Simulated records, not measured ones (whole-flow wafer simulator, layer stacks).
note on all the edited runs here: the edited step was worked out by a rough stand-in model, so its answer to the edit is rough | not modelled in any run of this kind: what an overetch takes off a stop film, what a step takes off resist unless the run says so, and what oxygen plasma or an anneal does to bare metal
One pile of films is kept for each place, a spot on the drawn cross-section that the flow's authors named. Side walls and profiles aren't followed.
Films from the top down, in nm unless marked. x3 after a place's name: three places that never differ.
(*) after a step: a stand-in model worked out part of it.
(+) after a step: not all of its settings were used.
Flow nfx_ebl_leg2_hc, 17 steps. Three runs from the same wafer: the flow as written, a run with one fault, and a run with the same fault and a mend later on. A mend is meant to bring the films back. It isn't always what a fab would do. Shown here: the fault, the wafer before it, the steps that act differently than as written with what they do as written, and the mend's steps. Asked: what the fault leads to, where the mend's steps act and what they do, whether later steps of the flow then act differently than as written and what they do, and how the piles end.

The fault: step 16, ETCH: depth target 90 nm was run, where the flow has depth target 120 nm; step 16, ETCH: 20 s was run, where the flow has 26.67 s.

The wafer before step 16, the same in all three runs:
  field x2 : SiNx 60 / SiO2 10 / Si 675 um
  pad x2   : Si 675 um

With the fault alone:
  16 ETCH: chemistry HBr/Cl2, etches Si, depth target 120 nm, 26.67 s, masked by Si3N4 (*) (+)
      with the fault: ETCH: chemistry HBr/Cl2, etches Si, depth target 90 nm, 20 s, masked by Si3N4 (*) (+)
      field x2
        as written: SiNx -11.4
        with the fault: SiNx -8.57
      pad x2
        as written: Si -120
        with the fault: Si -90
  No later step of the flow acts differently than as written at any place that is followed.
  At the end the piles differ from the flow's by more than 2% or 0.5 nm, whichever is larger, at field x2.
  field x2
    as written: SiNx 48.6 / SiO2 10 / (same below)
    with the fault: SiNx 51.4 / SiO2 10 / (same below)

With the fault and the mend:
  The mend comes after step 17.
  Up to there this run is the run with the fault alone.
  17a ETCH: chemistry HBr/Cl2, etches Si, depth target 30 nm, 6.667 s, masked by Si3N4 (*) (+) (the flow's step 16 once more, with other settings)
      field x2
        SiNx -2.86
      pad x2
        Si -30
  No later step of the flow acts differently than as written at any place that is followed.
  At the end the piles are the same as the flow's at every place that both follow.
